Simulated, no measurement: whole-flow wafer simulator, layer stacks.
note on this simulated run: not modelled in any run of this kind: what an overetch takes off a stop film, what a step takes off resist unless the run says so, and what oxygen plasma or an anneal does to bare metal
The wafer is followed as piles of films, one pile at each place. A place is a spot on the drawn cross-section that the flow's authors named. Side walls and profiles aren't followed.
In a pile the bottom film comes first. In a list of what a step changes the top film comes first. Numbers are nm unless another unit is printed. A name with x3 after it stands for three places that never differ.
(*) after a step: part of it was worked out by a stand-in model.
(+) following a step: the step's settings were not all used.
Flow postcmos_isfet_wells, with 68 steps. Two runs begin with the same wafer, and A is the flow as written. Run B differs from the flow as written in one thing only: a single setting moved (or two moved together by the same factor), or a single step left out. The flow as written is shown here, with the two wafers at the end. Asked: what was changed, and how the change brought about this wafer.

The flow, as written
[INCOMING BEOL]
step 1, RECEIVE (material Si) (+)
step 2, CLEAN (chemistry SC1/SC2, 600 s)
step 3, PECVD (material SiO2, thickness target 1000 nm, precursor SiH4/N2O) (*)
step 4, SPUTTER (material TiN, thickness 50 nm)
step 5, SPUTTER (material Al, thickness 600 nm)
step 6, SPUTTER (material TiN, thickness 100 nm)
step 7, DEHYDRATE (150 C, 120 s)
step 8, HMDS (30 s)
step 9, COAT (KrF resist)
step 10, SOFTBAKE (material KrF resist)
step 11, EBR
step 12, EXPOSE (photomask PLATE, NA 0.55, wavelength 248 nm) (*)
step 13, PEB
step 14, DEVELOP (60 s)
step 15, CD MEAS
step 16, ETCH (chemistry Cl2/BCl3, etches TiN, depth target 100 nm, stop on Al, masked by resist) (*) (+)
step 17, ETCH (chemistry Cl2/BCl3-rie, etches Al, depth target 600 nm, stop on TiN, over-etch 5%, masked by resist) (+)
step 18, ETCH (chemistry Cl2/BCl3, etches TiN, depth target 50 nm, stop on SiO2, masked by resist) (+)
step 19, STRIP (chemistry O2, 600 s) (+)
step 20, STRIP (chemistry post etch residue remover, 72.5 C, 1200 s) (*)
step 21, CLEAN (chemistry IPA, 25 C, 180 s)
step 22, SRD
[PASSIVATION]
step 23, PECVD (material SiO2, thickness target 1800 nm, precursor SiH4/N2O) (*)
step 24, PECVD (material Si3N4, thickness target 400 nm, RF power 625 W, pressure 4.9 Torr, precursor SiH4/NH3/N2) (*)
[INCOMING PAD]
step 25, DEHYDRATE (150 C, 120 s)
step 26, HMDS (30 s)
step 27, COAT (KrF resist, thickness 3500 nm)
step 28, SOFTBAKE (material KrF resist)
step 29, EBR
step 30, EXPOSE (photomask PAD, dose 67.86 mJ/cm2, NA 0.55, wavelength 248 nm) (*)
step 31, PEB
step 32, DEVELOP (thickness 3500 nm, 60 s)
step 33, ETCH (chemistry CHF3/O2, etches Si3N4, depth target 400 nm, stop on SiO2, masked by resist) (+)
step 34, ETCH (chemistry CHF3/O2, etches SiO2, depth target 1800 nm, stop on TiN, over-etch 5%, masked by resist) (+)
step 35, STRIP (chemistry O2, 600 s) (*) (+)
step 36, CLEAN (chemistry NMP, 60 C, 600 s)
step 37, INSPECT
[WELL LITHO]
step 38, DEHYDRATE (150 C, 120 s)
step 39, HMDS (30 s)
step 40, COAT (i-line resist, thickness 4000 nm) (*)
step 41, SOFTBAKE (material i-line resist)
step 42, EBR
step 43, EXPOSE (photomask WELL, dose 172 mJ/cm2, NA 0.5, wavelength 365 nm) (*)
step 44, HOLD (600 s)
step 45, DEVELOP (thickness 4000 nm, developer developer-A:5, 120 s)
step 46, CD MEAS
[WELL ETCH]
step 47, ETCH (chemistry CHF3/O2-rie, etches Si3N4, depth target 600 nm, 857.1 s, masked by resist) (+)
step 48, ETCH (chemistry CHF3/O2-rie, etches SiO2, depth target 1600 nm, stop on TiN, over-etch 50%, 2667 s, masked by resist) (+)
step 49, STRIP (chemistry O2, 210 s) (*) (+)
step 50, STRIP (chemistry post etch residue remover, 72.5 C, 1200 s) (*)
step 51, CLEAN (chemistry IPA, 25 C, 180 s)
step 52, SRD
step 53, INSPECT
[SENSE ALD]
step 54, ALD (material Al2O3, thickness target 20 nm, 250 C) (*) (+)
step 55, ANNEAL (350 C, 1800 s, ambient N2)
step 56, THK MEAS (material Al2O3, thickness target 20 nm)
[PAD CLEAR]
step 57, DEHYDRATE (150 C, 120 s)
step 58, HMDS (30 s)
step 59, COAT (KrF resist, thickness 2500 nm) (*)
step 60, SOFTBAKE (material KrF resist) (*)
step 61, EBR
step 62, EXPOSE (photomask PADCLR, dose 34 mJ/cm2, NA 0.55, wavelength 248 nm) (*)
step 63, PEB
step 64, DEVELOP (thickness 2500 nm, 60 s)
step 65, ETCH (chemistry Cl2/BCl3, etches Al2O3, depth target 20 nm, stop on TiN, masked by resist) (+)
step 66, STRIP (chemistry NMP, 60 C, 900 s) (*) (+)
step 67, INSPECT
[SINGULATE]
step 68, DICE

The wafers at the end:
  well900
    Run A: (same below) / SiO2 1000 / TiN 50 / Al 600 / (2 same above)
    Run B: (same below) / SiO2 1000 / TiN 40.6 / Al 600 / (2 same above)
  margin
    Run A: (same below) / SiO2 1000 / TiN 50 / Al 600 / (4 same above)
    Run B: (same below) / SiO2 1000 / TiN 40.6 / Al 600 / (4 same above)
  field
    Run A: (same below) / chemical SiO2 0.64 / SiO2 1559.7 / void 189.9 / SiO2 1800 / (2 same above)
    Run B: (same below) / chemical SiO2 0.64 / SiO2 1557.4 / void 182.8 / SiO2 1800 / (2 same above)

What caused this: step 4, SPUTTER: thickness 40.62 nm was run, though the flow has thickness 50 nm.
One can read it off the wafer: well900 has TiN 40.6, and step 4 as written asks for 50 nm.

Step by step, how the change led to this:
  step 4, SPUTTER (material TiN, thickness 50 nm)
      field, margin, well900, well1300 x3, pad_rim, pad_clr, pad_open: A TiN gains 50 (new film) | B TiN gains 40.6 (new film)
  step 18, ETCH (chemistry Cl2/BCl3, etches TiN, depth target 50 nm, stop on SiO2, masked by resist) (+)
      field: A TiN loses 50 (all of it) | B TiN loses 40.6 (all of it)
  step 23, PECVD (material SiO2, thickness target 1800 nm, precursor SiH4/N2O) (*)
      field: A SiO2 gains 1800 (new film), void gains 189.9 (new film), SiO2 gains 559.7 | B SiO2 gains 1800 (new film), void gains 182.8 (new film), SiO2 gains 557.4
